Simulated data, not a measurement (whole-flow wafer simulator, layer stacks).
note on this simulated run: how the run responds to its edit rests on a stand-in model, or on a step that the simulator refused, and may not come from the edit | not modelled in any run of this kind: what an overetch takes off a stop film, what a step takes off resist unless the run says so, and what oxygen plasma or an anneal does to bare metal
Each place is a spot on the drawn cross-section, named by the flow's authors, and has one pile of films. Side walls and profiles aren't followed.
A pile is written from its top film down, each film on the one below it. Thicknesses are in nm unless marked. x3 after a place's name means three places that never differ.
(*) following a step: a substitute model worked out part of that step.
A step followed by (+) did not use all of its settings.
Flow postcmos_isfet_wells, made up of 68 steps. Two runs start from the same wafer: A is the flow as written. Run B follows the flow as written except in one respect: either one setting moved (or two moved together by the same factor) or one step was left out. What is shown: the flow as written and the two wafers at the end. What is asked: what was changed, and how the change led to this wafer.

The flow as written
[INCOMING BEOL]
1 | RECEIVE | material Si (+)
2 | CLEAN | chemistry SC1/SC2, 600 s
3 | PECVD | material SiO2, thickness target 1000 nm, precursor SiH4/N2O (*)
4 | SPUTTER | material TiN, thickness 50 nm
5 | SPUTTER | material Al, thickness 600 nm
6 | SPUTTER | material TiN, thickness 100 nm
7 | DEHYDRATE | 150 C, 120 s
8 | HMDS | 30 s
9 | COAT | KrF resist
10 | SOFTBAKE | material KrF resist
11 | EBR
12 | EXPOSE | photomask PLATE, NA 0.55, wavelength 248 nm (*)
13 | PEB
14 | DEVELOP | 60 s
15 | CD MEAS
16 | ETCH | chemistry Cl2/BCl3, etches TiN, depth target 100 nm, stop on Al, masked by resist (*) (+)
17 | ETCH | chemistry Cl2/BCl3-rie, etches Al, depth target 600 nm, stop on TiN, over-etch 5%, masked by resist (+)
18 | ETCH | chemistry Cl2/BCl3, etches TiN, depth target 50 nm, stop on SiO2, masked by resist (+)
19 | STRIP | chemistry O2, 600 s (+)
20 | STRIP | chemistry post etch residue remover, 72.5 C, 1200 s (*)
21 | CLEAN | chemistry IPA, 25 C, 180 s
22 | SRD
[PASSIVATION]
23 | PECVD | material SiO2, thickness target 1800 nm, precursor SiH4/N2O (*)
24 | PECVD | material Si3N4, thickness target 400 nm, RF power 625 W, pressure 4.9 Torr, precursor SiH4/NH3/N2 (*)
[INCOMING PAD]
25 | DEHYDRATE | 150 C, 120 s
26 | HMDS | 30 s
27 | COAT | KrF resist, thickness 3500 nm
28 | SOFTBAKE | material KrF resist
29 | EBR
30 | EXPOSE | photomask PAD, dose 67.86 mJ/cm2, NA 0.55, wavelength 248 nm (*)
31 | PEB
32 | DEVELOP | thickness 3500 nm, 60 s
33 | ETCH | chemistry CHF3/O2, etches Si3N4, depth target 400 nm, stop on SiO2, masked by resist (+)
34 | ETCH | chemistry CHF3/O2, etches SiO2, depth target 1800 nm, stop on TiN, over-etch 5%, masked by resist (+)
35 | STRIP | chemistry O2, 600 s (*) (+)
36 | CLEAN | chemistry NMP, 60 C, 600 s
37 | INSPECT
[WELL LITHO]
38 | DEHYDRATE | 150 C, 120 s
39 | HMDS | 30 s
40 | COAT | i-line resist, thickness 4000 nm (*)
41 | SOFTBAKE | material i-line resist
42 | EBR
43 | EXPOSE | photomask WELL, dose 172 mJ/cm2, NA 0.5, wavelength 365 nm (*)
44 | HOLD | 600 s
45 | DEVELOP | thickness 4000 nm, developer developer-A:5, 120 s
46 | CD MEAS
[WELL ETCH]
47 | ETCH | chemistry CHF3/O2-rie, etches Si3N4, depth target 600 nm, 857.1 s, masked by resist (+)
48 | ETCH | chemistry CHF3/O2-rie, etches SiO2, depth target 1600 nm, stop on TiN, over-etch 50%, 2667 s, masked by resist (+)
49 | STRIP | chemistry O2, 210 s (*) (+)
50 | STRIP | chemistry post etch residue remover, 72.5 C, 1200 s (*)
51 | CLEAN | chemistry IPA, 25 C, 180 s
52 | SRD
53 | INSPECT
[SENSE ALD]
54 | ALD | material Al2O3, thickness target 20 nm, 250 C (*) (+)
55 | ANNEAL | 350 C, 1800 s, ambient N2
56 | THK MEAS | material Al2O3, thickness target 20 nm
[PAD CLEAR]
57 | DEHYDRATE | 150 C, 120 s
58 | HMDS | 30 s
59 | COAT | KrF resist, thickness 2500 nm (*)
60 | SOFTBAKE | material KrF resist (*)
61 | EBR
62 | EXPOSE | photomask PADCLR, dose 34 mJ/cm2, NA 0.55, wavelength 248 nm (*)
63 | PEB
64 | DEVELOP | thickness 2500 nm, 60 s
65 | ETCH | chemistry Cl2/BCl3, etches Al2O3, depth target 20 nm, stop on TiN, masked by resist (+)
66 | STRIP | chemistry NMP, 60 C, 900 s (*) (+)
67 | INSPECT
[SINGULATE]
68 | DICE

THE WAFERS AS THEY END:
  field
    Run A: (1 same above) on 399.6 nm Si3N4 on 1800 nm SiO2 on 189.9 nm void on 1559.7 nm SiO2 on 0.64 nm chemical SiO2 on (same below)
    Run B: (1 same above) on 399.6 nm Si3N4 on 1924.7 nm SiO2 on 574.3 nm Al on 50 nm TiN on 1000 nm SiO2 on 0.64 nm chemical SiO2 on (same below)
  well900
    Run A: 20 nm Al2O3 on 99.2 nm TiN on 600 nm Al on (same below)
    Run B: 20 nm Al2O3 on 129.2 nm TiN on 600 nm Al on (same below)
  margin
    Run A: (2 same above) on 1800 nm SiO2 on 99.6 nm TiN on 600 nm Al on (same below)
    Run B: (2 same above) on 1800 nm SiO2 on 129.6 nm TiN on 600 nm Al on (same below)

What caused this: step 6, SPUTTER: thickness 130 nm was run, while the flow as written has thickness 100 nm.

How this came from the change, step by step:
  6 | SPUTTER | material TiN, thickness 100 nm
      field, margin, well900 and 6 more: A +100 TiN (new film) | B +130 TiN (new film)
  16 | ETCH | chemistry Cl2/BCl3, etches TiN, depth target 100 nm, stop on Al, masked by resist (*) (+)
      field: A -100 TiN (all of it) | B -100 TiN
  17 | ETCH | chemistry Cl2/BCl3-rie, etches Al, depth target 600 nm, stop on TiN, over-etch 5%, masked by resist (+)
      field: A -600 Al (all of it) | B nothing
  18 | ETCH | chemistry Cl2/BCl3, etches TiN, depth target 50 nm, stop on SiO2, masked by resist (+)
      field: A -50 TiN (all of it) | B -30 TiN (all of it), -20 Al
  20 | STRIP | chemistry post etch residue remover, 72.5 C, 1200 s (*)
      field: A nothing | B -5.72 Al
  23 | PECVD | material SiO2, thickness target 1800 nm, precursor SiH4/N2O (*)
      field: A +1800 SiO2 (new film), +189.9 void (new film), +559.7 SiO2 | B +1924.7 SiO2 (new film)
With metal films that touch counted as one body, field has 1 body; the flow as written gives 0 bodies.
